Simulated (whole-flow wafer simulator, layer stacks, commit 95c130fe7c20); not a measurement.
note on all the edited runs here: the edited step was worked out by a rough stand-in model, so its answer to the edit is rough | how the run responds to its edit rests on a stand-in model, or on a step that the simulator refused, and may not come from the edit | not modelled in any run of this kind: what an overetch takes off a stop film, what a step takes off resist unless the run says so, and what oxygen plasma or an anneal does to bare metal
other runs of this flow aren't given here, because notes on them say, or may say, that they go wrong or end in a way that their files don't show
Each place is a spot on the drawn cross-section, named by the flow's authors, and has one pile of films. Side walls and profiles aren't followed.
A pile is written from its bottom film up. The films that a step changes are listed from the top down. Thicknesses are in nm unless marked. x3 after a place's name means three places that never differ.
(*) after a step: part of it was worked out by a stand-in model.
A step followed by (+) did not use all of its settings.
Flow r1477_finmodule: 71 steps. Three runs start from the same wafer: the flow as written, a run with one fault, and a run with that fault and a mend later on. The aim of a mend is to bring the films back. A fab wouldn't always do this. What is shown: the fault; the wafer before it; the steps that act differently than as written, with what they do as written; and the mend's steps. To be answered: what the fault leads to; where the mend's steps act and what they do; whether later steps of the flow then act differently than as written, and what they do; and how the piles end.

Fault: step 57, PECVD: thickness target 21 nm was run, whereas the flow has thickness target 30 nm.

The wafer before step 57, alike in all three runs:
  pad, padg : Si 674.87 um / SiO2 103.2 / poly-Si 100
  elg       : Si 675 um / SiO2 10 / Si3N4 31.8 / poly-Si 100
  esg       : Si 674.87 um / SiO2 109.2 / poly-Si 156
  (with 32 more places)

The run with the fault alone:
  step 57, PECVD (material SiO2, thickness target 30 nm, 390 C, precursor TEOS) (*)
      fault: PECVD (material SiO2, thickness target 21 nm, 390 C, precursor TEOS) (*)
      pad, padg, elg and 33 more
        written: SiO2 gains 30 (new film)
        fault: SiO2 gains 21 (new film)
  Steps later in the flow that act otherwise than as written (not shown: 3 more steps that differ only slightly, by at most 2% or 0.5 nm, whichever is larger):
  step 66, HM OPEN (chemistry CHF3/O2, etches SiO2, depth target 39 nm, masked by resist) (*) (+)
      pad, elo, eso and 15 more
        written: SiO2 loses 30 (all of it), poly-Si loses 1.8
        fault: SiO2 loses 21 (all of it), poly-Si loses 2.1
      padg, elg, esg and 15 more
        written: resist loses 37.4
        fault: resist loses 30.2
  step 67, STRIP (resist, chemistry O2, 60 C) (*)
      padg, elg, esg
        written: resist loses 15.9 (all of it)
        fault: resist loses 23.1 (all of it)
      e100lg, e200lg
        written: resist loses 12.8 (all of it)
        fault: resist loses 20 (all of it)
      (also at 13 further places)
  At padg, elg, esg and 15 more, the piles at the end differ from the flow's by more than 2% or 0.5 nm, whichever is larger.
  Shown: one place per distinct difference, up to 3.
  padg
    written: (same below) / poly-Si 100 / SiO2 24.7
    fault: (same below) / poly-Si 100 / SiO2 15.7
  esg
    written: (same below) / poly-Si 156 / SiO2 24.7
    fault: (same below) / poly-Si 156 / SiO2 15.7
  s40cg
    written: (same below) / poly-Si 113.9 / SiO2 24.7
    fault: (same below) / poly-Si 113.9 / SiO2 15.7

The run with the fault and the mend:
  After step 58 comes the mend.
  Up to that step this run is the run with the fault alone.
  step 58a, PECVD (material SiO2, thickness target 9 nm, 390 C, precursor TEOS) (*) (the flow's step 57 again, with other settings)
      pad, padg, elg and 33 more
        SiO2 gains 9
  Every later step of the flow that is run acts as written at every place that is followed.
  The piles end the same as the flow's at every place that both follow.
